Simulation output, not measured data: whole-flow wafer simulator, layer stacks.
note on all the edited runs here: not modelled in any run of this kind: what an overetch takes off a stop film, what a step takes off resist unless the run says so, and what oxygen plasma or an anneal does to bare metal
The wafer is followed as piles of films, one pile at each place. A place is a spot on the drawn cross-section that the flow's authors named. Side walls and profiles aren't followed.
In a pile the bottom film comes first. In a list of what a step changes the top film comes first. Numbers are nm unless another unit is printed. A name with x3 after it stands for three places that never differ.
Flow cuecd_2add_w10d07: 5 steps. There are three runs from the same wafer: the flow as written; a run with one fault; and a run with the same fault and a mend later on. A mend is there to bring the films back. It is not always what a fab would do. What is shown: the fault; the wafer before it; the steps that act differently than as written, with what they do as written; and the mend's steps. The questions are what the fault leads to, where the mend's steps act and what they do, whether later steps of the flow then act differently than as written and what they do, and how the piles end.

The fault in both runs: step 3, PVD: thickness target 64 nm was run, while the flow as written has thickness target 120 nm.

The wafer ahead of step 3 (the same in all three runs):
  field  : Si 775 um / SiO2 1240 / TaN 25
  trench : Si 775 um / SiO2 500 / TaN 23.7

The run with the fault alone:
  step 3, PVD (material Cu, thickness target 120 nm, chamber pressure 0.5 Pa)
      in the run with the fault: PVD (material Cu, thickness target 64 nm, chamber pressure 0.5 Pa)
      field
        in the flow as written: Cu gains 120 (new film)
        in the run with the fault: Cu gains 64 (new film)
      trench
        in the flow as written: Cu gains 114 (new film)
        in the run with the fault: Cu gains 60.7 (new film)
  Every later step of the flow that is run acts as written at every place that is followed.
  By the end, the piles at field, trench depart from the flow's by more than 2% or 0.5 nm, whichever is larger.
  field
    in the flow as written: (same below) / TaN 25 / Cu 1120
    in the run with the fault: (same below) / TaN 25 / Cu 1064
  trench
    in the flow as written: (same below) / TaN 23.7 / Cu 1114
    in the run with the fault: (same below) / TaN 23.7 / Cu 1060.7

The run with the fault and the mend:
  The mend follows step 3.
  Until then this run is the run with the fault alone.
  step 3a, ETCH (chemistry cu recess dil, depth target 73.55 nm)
      field
        Cu loses 64 (all of it)
      trench
        Cu loses 60.7 (all of it)
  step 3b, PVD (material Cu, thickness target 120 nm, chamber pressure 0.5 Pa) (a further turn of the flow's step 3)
      field
        Cu gains 120 (new film)
      trench
        Cu gains 114 (new film)
  Every later step of the flow that is run acts as written at every place that is followed.
  At every place that both follow, the piles at the end match the flow's.
